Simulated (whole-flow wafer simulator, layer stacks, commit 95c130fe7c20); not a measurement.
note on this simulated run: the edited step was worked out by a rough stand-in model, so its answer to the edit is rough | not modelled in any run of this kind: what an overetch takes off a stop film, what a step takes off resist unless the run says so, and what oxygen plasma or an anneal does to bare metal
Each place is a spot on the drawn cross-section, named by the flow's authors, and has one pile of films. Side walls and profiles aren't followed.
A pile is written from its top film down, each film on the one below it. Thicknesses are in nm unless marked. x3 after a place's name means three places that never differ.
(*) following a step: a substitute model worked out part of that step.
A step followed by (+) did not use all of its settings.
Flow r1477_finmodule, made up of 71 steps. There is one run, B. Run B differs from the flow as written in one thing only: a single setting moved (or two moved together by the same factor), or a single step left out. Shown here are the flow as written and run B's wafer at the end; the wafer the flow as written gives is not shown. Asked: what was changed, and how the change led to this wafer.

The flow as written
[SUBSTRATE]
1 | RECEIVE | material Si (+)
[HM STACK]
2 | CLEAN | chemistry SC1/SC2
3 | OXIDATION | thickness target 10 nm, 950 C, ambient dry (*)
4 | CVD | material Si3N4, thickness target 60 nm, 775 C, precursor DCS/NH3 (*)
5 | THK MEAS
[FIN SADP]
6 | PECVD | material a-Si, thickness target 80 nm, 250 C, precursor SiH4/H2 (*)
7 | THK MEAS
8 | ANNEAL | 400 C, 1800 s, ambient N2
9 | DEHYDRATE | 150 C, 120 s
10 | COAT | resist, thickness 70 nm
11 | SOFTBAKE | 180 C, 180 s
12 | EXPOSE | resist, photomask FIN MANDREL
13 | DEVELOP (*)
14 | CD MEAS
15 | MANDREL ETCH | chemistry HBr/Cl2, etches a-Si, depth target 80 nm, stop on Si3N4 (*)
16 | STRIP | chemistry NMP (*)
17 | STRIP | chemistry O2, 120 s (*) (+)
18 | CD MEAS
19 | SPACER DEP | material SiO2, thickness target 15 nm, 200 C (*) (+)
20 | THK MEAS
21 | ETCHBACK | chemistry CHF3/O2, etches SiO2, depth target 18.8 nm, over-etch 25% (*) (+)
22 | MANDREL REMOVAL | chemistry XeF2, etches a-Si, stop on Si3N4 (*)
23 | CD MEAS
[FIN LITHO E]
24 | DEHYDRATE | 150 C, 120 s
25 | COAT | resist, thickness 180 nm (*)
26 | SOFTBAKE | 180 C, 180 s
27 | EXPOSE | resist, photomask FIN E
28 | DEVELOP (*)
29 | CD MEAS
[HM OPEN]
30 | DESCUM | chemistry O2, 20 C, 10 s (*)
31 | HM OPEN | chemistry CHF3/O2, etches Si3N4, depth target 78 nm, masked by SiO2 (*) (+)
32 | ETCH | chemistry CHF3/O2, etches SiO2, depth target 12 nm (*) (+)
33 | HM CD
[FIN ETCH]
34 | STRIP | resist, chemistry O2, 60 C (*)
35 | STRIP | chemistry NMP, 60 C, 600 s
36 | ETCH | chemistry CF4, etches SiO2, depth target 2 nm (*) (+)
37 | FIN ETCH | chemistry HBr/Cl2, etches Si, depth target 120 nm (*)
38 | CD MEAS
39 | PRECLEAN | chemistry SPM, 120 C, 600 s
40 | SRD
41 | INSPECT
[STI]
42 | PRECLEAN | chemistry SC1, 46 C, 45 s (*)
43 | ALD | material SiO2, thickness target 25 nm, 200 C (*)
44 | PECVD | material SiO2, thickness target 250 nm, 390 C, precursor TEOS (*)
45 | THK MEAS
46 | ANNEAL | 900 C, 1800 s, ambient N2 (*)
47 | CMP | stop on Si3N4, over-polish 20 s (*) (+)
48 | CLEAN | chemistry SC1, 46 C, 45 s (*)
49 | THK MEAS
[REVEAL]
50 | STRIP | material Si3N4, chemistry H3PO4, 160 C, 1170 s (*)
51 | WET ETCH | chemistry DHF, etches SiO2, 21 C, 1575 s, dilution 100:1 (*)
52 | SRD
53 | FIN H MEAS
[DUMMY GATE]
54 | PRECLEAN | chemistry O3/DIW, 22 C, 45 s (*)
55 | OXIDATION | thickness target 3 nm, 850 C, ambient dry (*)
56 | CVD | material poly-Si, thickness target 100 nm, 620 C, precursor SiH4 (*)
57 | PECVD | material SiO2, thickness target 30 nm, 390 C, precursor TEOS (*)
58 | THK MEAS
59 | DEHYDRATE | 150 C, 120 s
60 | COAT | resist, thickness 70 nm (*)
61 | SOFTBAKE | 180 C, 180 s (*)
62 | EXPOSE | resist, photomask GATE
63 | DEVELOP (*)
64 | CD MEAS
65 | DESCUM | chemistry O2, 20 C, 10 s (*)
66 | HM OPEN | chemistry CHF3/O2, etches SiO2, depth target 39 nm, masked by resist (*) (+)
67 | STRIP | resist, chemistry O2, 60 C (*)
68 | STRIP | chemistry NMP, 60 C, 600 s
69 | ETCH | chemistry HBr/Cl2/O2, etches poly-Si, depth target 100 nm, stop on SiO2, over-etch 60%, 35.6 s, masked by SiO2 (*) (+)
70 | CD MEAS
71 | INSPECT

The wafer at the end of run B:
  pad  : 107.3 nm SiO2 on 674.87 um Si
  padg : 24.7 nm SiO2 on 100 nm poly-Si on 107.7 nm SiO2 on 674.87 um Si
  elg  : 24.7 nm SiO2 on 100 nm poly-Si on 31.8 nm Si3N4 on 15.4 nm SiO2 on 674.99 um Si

Cause: step 3, OXIDATION: thickness target 15.4 nm was run, whereas the flow has thickness target 10 nm.
The wafer lets one read it off: elg has SiO2 15.4, and step 3 as written asks for 10 nm.

The path from the change to this, step by step:
  3 | OXIDATION | thickness target 10 nm, 950 C, ambient dry (*)
      pad, padg, elg and 33 more: +15.4 SiO2 (new film), -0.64 chemical SiO2 (all of it), -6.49 Si (as written it would have been: +10 SiO2 (new film), -0.64 chemical SiO2 (all of it), -4.12 Si)
  31 | HM OPEN | chemistry CHF3/O2, etches Si3N4, depth target 78 nm, masked by SiO2 (*) (+)
      pad, padg, esg and 13 more: -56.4 Si3N4 (all of it), -10.8 SiO2 (as written it would have been: -56.4 Si3N4 (all of it), -10 SiO2 (all of it))
  32 | ETCH | chemistry CHF3/O2, etches SiO2, depth target 12 nm (*) (+)
      pad, padg, e40sg and 11 more: -4.59 SiO2 (all of it), -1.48 Si (as written it would have been: -2.4 Si)
      esg, eso: -4.59 SiO2 (all of it), -1.48 Si (as written it would have been: -1.77 Si)
      (and at 6 other places as well)
  43 | ALD | material SiO2, thickness target 25 nm, 200 C (*)
      esg: +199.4 SiO2 (new film) (as written it would have been: +194.3 SiO2 (new film))
  47 | CMP | stop on Si3N4, over-polish 20 s (*) (+)
      pad, padg, e40sg and 11 more: -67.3 SiO2 (as written it would have been: -71.8 SiO2)
      eso: -67.3 SiO2 (as written it would have been: -72.4 SiO2)
  51 | WET ETCH | chemistry DHF, etches SiO2, 21 C, 1575 s, dilution 100:1 (*)
      s40sg_line, s45sg_line, s50sg_line, s40so_line, s45so_line, s50so_line: -14 SiO2 (all of it) (as written it would have been: -8.63 SiO2 (all of it))
  56 | CVD | material poly-Si, thickness target 100 nm, 620 C, precursor SiH4 (*)
      s40cg, s40co: +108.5 poly-Si (new film) (as written it would have been: +113.9 poly-Si (new film))
      s45cg, s45co: +108 poly-Si (new film) (as written it would have been: +113.4 poly-Si (new film))
      (and at 2 other places as well)
  60 | COAT | resist, thickness 70 nm (*)
      s40sg, s40so: +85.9 resist (new film) (as written it would have been: +91 resist (new film))
      s45sg, s45so: +85.8 resist (new film) (as written it would have been: +91 resist (new film))
      (and at 2 other places as well)
  63 | DEVELOP (*)
      s40so: -85.9 resist (all of it) (as written it would have been: -91 resist (all of it))
      s45so: -85.8 resist (all of it) (as written it would have been: -91 resist (all of it))
      (and at 1 other place as well)
  67 | STRIP | resist, chemistry O2, 60 C (*)
      s40sg: -31.8 resist (all of it) (as written it would have been: -36.9 resist (all of it))
      s45sg: -31.7 resist (all of it) (as written it would have been: -36.9 resist (all of it))
      (and at 1 other place as well)
  69 | ETCH | chemistry HBr/Cl2/O2, etches poly-Si, depth target 100 nm, stop on SiO2, over-etch 60%, 35.6 s, masked by SiO2 (*) (+)
      s40co: -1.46 chemical SiO2 (all of it), -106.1 poly-Si (all of it), -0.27 SiO2 (as written it would have been: -1.46 chemical SiO2 (all of it), -111.5 poly-Si (all of it), -0.24 SiO2)
      s45co: -1.46 chemical SiO2 (all of it), -105.5 poly-Si (all of it), -0.27 SiO2 (as written it would have been: -1.46 chemical SiO2 (all of it), -110.9 poly-Si (all of it), -0.25 SiO2)
      (and at 1 other place as well)
